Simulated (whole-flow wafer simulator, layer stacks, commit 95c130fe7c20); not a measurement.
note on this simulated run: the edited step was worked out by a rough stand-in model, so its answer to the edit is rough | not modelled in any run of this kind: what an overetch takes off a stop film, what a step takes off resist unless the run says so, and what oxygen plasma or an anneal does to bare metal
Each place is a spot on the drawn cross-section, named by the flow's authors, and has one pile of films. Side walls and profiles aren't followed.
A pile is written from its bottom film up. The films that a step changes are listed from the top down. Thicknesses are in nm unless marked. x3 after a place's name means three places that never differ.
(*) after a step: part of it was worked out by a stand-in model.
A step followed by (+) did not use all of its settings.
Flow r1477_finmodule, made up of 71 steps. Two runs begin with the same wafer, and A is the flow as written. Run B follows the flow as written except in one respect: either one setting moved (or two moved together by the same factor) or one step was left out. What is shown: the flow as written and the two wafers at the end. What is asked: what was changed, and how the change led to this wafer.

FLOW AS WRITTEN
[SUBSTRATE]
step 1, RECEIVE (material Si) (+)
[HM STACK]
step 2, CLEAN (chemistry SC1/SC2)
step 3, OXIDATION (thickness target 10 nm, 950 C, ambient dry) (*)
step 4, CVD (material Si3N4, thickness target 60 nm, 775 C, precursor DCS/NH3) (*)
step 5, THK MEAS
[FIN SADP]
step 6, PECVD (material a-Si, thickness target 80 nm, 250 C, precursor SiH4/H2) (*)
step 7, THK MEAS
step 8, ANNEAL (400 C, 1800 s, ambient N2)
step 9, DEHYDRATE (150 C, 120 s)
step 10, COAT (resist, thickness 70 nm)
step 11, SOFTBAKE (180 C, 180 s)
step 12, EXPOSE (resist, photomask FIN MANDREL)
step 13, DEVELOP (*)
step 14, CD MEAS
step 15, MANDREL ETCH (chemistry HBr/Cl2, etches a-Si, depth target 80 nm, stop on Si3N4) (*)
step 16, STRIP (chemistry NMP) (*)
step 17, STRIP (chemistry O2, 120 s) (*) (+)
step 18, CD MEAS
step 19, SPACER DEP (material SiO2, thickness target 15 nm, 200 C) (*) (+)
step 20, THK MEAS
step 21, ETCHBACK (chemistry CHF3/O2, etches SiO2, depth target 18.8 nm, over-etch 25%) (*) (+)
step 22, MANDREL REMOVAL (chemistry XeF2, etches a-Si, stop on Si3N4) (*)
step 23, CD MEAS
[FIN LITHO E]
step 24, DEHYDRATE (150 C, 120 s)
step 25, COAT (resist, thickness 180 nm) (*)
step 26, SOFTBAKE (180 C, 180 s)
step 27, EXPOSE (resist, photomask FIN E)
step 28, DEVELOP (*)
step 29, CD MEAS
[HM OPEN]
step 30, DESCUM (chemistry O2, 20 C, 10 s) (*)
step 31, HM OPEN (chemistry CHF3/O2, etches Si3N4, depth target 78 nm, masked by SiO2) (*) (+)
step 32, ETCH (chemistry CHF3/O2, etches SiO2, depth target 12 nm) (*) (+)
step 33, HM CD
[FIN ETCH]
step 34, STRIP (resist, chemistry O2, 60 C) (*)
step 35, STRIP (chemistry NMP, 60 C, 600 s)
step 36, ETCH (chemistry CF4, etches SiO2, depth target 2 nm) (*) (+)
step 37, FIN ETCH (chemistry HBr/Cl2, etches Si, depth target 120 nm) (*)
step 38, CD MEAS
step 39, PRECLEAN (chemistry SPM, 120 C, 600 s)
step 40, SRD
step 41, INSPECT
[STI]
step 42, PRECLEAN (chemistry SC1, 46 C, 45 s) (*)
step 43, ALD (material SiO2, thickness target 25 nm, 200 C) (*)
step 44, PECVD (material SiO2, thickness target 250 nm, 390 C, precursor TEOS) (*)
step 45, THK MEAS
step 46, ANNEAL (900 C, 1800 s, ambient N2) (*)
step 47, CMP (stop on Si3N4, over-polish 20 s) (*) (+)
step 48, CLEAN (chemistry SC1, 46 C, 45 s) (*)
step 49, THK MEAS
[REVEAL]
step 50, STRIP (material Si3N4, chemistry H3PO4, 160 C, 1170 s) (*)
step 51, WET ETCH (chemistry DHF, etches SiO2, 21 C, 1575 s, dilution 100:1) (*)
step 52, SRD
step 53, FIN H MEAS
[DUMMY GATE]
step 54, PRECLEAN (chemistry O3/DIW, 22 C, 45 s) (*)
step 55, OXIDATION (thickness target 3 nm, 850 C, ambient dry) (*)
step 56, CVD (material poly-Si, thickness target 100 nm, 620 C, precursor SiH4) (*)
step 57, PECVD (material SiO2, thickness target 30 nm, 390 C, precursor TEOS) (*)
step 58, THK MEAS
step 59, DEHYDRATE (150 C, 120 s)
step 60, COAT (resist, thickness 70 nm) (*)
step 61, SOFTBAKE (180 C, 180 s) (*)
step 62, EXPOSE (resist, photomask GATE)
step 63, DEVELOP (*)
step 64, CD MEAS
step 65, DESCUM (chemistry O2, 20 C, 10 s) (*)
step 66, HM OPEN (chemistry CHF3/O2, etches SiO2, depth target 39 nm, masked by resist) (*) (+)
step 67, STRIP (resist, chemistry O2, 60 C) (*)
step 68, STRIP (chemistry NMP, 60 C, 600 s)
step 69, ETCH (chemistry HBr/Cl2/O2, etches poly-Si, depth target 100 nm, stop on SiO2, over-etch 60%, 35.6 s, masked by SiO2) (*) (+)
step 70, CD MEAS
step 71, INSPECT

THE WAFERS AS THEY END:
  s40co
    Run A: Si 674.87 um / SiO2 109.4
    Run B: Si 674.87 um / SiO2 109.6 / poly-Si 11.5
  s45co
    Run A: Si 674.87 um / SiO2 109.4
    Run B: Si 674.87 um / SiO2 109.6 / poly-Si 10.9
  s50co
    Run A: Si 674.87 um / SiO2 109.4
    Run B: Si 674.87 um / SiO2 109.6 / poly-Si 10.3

The reason: step 69, ETCH: depth target 62.5 nm was run, while the flow as written has depth target 100 nm; step 69, ETCH: 22.2 s was run, where the flow has 35.6 s.

Step by step, how the change led to this:
  step 69, ETCH (chemistry HBr/Cl2/O2, etches poly-Si, depth target 100 nm, stop on SiO2, over-etch 60%, 35.6 s, masked by SiO2) (*) (+)
      s40co: A chemical SiO2 loses 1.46 (all of it), poly-Si loses 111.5 (all of it), SiO2 loses 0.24 | B chemical SiO2 loses 1.46 (all of it), poly-Si loses 100
      s45co: A chemical SiO2 loses 1.46 (all of it), poly-Si loses 110.9 (all of it), SiO2 loses 0.25 | B chemical SiO2 loses 1.46 (all of it), poly-Si loses 100
      (also at 19 further places)
